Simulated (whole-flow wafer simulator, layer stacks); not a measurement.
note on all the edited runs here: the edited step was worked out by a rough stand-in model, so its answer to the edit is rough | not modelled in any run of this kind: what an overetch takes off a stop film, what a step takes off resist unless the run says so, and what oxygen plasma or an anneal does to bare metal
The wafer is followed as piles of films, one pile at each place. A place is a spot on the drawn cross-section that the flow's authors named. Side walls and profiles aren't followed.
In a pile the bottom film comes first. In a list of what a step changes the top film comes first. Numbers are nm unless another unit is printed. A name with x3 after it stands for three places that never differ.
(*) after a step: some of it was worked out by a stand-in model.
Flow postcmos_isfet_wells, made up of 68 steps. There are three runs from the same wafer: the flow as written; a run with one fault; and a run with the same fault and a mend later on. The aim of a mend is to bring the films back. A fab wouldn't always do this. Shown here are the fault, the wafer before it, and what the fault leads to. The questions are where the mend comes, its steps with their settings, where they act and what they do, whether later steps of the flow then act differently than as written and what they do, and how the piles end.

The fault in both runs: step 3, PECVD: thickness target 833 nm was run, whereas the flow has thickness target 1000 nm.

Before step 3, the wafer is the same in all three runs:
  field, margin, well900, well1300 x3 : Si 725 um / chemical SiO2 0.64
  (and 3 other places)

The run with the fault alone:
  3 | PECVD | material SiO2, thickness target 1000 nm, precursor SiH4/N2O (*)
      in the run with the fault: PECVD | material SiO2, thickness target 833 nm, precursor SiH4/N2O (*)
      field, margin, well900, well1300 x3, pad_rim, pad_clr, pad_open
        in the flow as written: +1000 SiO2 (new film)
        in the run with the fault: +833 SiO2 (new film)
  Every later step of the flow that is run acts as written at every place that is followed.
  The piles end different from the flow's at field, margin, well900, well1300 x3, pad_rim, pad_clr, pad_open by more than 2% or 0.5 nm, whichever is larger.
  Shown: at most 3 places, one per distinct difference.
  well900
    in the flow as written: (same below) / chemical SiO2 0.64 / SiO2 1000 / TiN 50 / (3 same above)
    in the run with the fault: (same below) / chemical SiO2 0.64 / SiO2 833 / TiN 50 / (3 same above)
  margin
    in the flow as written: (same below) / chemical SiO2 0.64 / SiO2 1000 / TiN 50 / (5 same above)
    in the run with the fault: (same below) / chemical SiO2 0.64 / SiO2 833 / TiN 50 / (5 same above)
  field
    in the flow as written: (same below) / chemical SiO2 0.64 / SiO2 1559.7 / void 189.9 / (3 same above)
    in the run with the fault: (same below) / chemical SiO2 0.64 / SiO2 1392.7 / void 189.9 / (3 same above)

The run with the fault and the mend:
  After step 3 comes the mend.
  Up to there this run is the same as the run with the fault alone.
  3a | ETCH | chemistry boe, depth target 957.9 nm
      field, margin, well900, well1300 x3, pad_rim, pad_clr, pad_open
        -833 SiO2 (all of it), -0.64 chemical SiO2 (all of it)
  3b | PECVD | material SiO2, thickness target 1000 nm, precursor SiH4/N2O (the flow's step 3, run once more)
      field, margin, well900, well1300 x3, pad_rim, pad_clr, pad_open
        +1000 SiO2 (new film)
  Every later step of the flow that is run acts as written at every place that is followed.
  The piles end different from the flow's at field, margin, well900, well1300 x3, pad_rim, pad_clr, pad_open by more than 2% or 0.5 nm, whichever is larger.
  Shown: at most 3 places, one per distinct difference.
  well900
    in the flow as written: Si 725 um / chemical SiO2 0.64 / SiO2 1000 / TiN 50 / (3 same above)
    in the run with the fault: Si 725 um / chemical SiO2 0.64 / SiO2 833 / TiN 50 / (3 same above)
    in the run with the mend: Si 725 um / SiO2 1000 / TiN 50 / (3 same above)
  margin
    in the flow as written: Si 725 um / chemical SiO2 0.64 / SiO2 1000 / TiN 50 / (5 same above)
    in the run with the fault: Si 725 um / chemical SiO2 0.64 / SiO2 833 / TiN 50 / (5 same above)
    in the run with the mend: Si 725 um / SiO2 1000 / TiN 50 / (5 same above)
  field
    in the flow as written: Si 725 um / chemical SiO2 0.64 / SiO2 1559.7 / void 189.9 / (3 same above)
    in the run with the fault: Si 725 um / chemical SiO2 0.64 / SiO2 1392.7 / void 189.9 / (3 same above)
    in the run with the mend: Si 725 um / SiO2 1559.7 / void 189.9 / (3 same above)
